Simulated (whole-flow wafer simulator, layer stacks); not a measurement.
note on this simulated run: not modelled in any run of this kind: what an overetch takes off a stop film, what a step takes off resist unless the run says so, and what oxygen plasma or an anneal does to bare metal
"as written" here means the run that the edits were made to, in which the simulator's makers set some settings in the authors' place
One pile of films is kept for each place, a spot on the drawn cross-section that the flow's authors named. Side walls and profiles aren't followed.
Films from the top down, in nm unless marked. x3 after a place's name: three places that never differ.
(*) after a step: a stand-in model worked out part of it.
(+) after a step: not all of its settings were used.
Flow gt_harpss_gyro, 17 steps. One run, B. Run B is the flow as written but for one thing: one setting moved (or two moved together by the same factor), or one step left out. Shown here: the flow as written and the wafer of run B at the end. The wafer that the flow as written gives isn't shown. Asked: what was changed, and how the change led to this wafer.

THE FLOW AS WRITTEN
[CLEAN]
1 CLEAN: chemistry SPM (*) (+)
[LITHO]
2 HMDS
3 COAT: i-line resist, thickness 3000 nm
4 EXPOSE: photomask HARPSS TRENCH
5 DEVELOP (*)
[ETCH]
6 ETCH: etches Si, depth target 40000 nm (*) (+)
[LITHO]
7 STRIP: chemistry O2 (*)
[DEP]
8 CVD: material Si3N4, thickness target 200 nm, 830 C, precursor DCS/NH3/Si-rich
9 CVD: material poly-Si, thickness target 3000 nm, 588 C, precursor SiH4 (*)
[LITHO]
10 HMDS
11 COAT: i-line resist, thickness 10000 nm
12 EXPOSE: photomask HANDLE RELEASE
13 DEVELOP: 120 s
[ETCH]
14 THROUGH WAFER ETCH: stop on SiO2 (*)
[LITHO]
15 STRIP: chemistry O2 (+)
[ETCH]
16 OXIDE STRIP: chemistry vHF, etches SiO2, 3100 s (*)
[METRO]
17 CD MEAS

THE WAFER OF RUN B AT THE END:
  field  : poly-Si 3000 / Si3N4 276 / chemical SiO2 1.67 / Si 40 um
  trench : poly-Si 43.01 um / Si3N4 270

The cause: step 8, CVD: thickness target 276 nm was run, where the flow has thickness target 200 nm.
It can be read off the wafer: field has Si3N4 276, and step 8 as written asks for 200 nm.

How the change led to this, step by step:
  8 CVD: material Si3N4, thickness target 200 nm, 830 C, precursor DCS/NH3/Si-rich
      field: Si3N4 +276 (new film) (as written it would be: Si3N4 +200 (new film))
      trench: Si3N4 +270 (new film) (as written it would be: Si3N4 +195.9 (new film))
